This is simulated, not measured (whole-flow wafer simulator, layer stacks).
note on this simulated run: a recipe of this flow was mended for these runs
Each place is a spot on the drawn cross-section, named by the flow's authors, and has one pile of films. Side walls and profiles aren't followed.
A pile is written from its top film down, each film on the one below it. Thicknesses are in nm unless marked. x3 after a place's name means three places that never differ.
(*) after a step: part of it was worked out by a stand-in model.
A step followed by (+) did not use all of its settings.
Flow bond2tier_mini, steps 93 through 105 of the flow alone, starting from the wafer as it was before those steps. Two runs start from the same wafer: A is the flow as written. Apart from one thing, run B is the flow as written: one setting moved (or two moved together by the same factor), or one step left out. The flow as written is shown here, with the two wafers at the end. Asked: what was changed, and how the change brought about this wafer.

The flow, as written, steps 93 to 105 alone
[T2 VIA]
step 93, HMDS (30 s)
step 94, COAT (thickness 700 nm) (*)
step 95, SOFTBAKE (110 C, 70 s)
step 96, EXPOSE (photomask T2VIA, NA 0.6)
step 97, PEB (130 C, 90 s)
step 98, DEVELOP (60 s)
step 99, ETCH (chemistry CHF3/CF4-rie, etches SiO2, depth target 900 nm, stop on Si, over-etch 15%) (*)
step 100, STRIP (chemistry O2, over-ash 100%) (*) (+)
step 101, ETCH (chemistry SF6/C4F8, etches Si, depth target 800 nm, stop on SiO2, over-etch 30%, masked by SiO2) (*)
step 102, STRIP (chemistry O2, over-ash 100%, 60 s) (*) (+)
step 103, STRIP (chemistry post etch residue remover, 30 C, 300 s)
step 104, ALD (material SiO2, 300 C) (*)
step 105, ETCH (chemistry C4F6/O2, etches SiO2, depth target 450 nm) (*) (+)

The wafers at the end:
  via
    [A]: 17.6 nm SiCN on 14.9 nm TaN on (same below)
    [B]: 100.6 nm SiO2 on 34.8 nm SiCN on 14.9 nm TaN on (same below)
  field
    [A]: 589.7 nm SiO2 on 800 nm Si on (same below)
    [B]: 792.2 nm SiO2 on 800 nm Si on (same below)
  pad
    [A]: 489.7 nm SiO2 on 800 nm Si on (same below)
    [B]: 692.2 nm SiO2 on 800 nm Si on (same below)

Cause: step 105, ETCH: depth target 247.5 nm was run, though the flow has depth target 450 nm.

Step by step, how the change led to this:
  step 105, ETCH (chemistry C4F6/O2, etches SiO2, depth target 450 nm) (*) (+)
      via: A -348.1 SiO2 (all of it), -17.2 SiCN | B -247.5 SiO2
      field, pad: A -450 SiO2 | B -247.5 SiO2
